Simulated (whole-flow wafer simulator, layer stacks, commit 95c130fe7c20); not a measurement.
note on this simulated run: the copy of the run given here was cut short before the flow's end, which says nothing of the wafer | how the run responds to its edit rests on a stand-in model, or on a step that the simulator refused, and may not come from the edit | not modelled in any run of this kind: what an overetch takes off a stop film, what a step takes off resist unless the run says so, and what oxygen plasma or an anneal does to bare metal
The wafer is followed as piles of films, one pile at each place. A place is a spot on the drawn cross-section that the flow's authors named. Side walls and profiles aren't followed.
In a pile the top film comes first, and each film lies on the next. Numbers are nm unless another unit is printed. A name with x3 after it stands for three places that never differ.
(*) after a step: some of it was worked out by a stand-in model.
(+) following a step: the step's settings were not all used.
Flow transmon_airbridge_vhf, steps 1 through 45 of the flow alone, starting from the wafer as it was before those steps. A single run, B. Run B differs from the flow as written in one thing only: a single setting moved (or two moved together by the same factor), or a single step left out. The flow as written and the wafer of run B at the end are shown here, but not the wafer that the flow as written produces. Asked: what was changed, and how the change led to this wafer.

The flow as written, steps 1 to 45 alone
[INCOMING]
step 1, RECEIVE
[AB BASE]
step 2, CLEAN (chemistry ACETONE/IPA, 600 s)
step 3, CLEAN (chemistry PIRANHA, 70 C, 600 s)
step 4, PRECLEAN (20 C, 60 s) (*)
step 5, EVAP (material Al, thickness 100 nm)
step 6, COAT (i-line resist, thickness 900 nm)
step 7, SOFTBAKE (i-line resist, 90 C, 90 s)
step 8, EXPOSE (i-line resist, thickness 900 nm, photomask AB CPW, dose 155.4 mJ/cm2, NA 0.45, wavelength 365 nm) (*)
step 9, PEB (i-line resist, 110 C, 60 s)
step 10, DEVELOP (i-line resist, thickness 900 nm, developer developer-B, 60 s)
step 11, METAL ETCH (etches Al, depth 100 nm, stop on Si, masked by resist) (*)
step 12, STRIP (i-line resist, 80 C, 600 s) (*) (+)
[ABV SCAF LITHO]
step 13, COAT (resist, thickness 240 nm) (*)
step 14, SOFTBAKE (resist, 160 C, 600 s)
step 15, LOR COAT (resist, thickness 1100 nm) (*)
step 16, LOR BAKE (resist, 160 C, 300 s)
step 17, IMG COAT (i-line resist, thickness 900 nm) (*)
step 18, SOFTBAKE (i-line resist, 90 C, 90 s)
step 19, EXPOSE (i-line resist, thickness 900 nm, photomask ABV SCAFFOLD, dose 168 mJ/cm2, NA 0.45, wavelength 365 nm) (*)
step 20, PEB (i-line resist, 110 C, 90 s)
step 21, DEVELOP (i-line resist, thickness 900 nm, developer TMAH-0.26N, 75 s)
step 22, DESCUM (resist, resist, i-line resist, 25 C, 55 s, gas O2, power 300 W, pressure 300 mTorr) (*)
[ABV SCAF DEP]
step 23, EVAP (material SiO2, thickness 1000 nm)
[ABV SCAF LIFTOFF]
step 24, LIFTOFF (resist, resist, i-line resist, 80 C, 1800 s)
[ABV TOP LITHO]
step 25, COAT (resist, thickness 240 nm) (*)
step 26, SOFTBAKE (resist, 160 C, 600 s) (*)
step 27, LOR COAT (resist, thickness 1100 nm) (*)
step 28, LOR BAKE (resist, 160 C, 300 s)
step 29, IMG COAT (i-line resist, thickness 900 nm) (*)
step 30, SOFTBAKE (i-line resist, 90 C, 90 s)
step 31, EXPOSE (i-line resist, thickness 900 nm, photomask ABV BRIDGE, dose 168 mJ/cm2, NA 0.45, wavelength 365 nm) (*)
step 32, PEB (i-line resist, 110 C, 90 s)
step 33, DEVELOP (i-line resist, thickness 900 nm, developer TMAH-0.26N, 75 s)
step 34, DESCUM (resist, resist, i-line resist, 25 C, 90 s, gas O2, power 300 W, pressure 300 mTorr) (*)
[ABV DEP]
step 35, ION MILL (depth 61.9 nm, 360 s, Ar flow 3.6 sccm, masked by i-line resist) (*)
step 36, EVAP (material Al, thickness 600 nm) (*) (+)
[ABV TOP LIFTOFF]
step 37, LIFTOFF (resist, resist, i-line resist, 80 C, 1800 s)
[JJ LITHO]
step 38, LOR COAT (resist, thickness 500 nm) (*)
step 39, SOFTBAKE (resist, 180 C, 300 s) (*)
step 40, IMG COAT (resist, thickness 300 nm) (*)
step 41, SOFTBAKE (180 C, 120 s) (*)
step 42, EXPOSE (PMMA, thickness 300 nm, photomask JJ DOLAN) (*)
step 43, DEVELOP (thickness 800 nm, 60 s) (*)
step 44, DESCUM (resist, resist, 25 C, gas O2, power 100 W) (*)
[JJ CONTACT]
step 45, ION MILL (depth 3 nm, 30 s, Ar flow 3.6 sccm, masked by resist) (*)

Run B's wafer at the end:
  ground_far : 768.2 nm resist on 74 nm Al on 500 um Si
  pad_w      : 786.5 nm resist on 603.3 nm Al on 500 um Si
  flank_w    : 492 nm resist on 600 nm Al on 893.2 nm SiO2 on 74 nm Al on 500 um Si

Cause: step 5, EVAP: thickness 74 nm was run, whereas the flow has thickness 100 nm.
The wafer lets one read it off: ground_far has Al 74, and step 5 as written asks for 100 nm.

The path from the change to this, step by step:
  step 5, EVAP (material Al, thickness 100 nm)
      field x3, jj_line, ground_far and 12 more: +74 Al (new film) (as written it would have been: +100 Al (new film))
  step 11, METAL ETCH (etches Al, depth 100 nm, stop on Si, masked by resist) (*)
      field x3, jj_line, gap_w, gap_e: -74 Al (all of it) (as written it would have been: -100 Al (all of it))
